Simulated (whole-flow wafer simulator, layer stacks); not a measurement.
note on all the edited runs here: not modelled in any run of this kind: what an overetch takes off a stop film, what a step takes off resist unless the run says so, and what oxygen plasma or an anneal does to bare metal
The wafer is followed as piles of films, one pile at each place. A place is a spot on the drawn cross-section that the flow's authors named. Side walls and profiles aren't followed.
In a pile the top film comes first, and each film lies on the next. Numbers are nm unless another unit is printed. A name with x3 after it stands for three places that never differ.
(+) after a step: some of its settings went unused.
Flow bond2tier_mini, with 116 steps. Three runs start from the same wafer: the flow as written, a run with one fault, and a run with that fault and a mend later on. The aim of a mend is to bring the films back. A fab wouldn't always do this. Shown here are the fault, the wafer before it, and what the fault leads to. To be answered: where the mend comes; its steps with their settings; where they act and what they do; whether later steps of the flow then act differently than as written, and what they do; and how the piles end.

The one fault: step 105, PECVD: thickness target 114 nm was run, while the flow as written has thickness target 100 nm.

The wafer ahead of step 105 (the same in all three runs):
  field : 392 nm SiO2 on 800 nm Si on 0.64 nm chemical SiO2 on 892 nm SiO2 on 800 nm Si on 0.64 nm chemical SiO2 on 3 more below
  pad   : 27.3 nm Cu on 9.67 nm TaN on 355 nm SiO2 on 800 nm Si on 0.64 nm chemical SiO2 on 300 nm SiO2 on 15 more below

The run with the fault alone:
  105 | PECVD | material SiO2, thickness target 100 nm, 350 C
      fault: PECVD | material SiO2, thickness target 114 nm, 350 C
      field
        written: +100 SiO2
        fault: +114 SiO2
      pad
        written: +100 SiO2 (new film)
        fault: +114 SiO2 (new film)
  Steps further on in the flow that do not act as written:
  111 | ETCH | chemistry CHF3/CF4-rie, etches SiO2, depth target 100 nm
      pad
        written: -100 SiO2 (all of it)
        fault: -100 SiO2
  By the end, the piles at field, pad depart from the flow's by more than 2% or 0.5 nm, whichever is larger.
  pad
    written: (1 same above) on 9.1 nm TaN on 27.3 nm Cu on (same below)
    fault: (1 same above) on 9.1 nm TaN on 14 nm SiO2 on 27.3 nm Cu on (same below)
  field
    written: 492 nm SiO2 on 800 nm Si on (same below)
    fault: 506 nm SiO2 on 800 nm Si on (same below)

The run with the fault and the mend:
  After step 110 comes the mend.
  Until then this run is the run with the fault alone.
  110a | STRIP | chemistry O2, over-ash 100% (+)
      field
        -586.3 KrF resist (all of it)
  110b | ETCH | chemistry CHF3/CF4-rie, etches SiO2, depth target 14 nm (the flow's step 62, run once more with other settings)
      field, pad
        -14 SiO2
  110c | COAT | KrF resist, thickness 600 nm (the flow's step 106, run once more)
      field, pad
        +600 KrF resist (new film)
  110d | SOFTBAKE | KrF resist (the flow's step 107, run once more)
      alters no film at any place that is followed
  110e | EXPOSE | photomask T3PAD, NA 0.6 (the flow's step 108, run once more)
      alters no film at any place that is followed
  110f | PEB | KrF resist (the flow's step 109, run once more)
      alters no film at any place that is followed
  110g | DEVELOP | developer TMAH-0.26N, 60 s (the flow's step 110, run once more)
      field
        -13.7 KrF resist
      pad
        -600 KrF resist (all of it)
  Later steps of the flow that are run all act as written at every place that is followed.
  At every place that both follow, the piles at the end match the flow's.
